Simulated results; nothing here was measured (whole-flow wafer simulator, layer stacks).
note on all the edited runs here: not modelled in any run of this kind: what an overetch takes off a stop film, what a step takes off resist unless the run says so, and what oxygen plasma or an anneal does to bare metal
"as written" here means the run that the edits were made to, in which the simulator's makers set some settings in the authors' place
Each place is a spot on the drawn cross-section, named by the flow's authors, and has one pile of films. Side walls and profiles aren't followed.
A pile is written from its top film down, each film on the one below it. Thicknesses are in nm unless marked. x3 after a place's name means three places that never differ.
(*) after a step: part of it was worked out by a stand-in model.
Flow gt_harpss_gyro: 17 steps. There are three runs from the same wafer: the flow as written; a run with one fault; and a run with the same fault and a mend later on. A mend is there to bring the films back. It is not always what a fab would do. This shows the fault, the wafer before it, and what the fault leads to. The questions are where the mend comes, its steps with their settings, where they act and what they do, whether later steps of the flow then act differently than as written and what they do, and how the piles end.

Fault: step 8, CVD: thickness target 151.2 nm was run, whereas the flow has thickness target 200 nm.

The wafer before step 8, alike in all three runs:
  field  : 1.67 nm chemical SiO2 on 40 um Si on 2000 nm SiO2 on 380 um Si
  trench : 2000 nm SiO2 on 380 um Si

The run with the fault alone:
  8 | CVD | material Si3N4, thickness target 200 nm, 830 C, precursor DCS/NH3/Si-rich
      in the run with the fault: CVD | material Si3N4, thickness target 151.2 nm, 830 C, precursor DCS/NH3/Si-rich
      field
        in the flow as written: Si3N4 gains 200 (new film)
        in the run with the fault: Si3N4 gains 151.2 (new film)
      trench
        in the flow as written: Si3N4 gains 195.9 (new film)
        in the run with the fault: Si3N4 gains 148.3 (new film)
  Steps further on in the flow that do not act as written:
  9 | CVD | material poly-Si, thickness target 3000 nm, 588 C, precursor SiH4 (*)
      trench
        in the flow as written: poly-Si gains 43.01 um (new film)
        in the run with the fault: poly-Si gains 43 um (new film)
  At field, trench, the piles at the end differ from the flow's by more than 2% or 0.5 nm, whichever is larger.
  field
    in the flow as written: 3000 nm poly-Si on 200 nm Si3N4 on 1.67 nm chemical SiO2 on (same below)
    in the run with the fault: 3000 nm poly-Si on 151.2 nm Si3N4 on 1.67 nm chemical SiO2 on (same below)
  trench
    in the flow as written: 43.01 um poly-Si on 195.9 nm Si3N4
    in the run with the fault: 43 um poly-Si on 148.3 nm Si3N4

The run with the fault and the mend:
  The mend follows step 8.
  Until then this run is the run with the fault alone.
  8a | ETCH | chemistry h3po4, depth target 174 nm
      field
        Si3N4 loses 151.2 (all of it)
      trench
        Si3N4 loses 148.3 (all of it)
  8b | CLEAN | chemistry SPM (a further turn of the flow's step 1)
      leaves every film unchanged at each place that is followed
  8c | CVD | material Si3N4, thickness target 200 nm, 830 C, precursor DCS/NH3/Si-rich (a further turn of the flow's step 8)
      field
        Si3N4 gains 200 (new film)
      trench
        Si3N4 gains 195.9 (new film)
  Later steps of the flow that are run all act as written at every place that is followed.
  The piles end the same as the flow's at every place that both follow.
